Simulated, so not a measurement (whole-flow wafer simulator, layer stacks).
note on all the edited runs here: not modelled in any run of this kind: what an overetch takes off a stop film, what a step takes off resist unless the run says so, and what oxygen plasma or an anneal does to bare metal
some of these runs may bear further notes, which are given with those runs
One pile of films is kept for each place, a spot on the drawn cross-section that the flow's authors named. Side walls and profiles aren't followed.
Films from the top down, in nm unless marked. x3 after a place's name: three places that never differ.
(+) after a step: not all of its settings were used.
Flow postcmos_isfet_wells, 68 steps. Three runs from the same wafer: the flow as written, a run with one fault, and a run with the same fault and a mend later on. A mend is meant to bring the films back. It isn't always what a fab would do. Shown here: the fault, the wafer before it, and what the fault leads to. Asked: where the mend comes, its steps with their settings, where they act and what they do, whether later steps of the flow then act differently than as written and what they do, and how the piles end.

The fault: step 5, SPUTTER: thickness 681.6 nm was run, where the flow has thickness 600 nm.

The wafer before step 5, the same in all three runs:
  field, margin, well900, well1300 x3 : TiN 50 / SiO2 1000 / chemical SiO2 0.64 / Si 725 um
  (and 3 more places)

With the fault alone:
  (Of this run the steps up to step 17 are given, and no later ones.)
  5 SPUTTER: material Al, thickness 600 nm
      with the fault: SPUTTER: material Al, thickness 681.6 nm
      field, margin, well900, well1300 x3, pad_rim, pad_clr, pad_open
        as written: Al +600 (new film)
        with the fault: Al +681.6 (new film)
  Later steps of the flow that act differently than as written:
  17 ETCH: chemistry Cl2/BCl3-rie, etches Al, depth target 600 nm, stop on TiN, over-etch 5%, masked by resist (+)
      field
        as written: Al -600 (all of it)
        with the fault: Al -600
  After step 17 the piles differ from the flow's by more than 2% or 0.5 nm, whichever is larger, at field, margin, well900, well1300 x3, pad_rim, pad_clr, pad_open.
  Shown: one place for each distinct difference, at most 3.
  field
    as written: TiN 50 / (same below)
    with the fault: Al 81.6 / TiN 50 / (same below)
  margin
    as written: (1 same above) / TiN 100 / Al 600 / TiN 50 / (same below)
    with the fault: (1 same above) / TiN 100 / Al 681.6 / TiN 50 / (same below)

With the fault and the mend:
  The mend comes after step 5.
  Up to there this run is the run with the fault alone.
  5a ETCH: chemistry al pan, depth target 81.6 nm
      field, margin, well900, well1300 x3, pad_rim, pad_clr, pad_open
        Al -81.6
  No later step of the flow acts differently than as written at any place that is followed.
  At the end the piles are the same as the flow's at every place that both follow.
